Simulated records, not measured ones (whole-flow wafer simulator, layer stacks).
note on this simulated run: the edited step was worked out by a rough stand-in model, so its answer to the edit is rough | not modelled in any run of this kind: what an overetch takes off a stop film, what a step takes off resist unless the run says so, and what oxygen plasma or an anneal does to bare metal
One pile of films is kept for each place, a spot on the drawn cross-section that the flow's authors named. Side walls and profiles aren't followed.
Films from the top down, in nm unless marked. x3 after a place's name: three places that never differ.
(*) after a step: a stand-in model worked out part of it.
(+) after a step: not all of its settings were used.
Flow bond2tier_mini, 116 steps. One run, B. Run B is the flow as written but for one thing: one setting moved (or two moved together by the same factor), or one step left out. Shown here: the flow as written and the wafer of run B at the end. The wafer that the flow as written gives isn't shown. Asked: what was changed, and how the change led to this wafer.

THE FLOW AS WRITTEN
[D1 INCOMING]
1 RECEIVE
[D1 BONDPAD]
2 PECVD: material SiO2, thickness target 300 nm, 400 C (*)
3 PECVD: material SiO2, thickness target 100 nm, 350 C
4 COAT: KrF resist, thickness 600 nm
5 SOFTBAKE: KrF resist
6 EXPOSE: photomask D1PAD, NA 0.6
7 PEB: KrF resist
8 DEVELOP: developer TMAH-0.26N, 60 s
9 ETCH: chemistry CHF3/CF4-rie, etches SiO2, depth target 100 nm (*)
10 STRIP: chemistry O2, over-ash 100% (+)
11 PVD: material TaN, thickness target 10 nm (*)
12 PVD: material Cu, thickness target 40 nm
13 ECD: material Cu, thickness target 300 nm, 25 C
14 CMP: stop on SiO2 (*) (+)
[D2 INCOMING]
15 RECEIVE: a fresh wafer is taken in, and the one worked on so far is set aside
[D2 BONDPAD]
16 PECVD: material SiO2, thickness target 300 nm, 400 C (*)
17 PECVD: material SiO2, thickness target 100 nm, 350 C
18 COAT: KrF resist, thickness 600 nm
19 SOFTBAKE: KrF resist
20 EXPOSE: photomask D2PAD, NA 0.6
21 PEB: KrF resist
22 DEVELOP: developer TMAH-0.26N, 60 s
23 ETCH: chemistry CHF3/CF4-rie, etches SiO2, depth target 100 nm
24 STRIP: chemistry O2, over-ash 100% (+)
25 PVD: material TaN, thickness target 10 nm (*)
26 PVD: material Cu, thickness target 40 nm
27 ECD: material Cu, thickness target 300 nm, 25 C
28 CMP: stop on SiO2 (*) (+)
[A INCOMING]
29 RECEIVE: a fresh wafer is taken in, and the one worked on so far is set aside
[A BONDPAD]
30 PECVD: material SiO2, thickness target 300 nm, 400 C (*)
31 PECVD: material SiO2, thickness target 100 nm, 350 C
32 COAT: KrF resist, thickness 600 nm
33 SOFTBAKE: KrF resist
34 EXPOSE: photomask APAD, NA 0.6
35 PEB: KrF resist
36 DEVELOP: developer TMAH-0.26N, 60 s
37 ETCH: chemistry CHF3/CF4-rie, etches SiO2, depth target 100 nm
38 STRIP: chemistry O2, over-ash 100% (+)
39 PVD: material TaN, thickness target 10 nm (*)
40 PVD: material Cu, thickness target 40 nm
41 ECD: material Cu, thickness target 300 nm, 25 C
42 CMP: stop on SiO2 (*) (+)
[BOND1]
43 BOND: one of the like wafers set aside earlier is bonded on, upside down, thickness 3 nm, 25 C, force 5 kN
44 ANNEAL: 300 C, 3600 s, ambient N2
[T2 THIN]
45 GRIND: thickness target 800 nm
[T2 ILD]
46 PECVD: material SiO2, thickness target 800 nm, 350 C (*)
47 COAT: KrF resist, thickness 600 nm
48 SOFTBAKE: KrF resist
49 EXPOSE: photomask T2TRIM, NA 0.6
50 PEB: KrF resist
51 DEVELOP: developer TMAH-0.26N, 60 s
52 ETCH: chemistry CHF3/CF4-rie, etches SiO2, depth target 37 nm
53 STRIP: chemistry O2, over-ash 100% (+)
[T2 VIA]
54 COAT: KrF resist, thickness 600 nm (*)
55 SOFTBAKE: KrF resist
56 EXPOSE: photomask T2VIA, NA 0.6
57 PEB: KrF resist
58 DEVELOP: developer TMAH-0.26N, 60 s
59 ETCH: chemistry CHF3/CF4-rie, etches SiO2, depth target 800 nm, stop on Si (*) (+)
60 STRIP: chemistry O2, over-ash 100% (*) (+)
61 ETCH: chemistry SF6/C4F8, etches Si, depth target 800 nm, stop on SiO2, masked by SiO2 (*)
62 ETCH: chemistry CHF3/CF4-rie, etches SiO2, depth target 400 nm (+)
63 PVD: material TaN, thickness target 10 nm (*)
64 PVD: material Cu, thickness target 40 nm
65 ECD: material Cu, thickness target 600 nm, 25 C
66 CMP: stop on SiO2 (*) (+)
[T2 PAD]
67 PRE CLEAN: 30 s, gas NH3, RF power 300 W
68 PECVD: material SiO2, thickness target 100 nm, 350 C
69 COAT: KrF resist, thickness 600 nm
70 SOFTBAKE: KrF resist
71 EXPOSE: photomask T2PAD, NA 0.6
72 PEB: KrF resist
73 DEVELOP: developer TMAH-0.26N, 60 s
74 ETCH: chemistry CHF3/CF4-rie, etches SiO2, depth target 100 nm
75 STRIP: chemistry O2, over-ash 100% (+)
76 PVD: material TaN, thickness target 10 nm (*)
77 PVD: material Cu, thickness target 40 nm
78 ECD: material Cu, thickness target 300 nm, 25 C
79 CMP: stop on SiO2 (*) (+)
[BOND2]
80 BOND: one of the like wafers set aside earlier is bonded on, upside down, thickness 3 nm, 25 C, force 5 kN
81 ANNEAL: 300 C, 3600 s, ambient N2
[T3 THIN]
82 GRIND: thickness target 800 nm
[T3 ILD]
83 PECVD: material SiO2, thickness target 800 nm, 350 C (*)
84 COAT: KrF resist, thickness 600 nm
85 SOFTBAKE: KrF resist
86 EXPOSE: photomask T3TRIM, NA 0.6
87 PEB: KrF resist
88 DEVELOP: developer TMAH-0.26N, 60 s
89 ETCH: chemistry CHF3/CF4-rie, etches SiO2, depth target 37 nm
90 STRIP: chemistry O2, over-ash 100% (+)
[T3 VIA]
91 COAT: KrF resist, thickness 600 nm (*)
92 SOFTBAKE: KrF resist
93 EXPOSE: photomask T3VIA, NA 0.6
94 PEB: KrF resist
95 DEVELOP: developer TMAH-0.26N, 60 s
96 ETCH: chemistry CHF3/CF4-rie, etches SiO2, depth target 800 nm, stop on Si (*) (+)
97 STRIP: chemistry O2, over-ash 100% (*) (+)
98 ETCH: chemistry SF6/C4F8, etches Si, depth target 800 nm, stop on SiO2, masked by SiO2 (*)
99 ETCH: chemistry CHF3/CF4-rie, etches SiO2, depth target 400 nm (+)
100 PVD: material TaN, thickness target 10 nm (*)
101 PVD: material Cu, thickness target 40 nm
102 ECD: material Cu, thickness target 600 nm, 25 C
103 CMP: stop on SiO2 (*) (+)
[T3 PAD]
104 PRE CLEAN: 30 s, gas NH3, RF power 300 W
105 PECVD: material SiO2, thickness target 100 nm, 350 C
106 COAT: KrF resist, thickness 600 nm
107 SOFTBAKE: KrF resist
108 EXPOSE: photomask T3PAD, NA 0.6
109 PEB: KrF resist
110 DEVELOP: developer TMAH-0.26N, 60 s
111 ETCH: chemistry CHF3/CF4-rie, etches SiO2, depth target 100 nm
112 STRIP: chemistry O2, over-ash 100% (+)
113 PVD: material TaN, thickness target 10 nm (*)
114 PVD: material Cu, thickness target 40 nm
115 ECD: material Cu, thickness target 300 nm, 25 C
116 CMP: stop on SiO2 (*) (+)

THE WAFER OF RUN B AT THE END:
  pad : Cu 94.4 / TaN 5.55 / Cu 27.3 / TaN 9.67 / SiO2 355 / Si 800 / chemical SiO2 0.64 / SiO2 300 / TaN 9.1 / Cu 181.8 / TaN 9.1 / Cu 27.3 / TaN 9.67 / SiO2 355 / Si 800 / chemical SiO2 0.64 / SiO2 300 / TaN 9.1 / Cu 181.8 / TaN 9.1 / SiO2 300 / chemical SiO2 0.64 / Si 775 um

The cause: step 113, PVD: thickness target 6.1 nm was run, where the flow has thickness target 10 nm.

How the change led to this, step by step:
  113 PVD: material TaN, thickness target 10 nm (*)
      field: TaN +6.1 (new film) (as written it would be: TaN +10 (new film))
      pad: TaN +5.55 (new film) (as written it would be: TaN +9.1 (new film))
  116 CMP: stop on SiO2 (*) (+)
      field: Cu -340 (all of it), TaN -6.1 (all of it) (as written it would be: Cu -340 (all of it), TaN -10 (all of it))
